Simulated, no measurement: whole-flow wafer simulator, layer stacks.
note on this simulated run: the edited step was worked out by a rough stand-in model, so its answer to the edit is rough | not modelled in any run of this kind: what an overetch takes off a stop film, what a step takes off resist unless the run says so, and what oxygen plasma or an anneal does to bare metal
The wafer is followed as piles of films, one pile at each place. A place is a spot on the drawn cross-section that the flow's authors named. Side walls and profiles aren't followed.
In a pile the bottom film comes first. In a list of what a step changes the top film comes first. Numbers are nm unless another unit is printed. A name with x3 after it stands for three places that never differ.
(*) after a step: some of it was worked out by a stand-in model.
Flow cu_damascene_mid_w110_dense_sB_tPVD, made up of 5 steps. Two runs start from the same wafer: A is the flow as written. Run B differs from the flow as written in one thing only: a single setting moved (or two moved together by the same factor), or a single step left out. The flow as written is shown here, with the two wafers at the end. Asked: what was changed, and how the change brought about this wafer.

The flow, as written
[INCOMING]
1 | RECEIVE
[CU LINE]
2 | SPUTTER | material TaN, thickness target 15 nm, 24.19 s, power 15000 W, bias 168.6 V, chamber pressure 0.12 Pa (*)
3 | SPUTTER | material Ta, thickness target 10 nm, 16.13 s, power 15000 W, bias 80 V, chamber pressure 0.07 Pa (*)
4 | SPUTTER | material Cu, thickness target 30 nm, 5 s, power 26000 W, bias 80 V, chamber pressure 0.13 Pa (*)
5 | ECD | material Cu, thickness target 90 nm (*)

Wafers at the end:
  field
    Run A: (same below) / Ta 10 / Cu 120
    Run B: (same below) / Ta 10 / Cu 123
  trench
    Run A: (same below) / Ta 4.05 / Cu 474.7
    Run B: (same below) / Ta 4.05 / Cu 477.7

The reason: step 4, SPUTTER: 5.5 s was run, whereas the flow has 5 s.

Step by step, how the change led to this:
  4 | SPUTTER | material Cu, thickness target 30 nm, 5 s, power 26000 W, bias 80 V, chamber pressure 0.13 Pa (*)
      field: A +30 Cu (new film) | B +33 Cu (new film)
      trench: A +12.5 Cu (new film) | B +13.7 Cu (new film)
